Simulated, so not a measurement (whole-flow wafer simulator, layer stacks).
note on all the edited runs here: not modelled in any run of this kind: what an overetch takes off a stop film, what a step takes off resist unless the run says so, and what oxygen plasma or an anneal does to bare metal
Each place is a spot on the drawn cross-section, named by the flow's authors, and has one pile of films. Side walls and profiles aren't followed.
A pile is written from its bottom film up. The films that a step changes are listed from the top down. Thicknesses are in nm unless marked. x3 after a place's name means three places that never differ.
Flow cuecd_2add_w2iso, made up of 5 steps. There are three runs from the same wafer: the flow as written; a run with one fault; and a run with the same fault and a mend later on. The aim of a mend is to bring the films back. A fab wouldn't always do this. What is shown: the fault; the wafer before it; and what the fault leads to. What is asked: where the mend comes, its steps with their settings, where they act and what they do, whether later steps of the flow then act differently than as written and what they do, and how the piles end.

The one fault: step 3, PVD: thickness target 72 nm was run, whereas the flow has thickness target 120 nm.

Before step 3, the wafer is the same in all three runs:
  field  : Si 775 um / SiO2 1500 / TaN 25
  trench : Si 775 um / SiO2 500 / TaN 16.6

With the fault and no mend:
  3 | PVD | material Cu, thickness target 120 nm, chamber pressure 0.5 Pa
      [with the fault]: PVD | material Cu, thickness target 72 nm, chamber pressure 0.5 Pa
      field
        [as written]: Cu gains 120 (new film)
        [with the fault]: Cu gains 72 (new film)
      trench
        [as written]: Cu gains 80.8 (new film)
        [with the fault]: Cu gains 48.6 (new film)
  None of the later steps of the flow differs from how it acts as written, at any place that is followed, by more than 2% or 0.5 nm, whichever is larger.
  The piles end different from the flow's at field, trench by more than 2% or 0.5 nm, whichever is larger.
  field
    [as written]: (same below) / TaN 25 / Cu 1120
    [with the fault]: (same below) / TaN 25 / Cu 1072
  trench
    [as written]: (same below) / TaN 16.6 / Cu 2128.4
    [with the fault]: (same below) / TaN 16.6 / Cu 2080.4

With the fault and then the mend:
  The mend stands after step 3.
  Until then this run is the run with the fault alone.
  3a | PVD | material Cu, thickness target 48 nm, chamber pressure 0.5 Pa (the flow's step 3 again, with other settings)
      field
        Cu gains 48
      trench
        Cu gains 31.8
  None of the later steps of the flow differs from how it acts as written, at any place that is followed, by more than 2% or 0.5 nm, whichever is larger.
  The piles end the same as the flow's at every place that both follow.
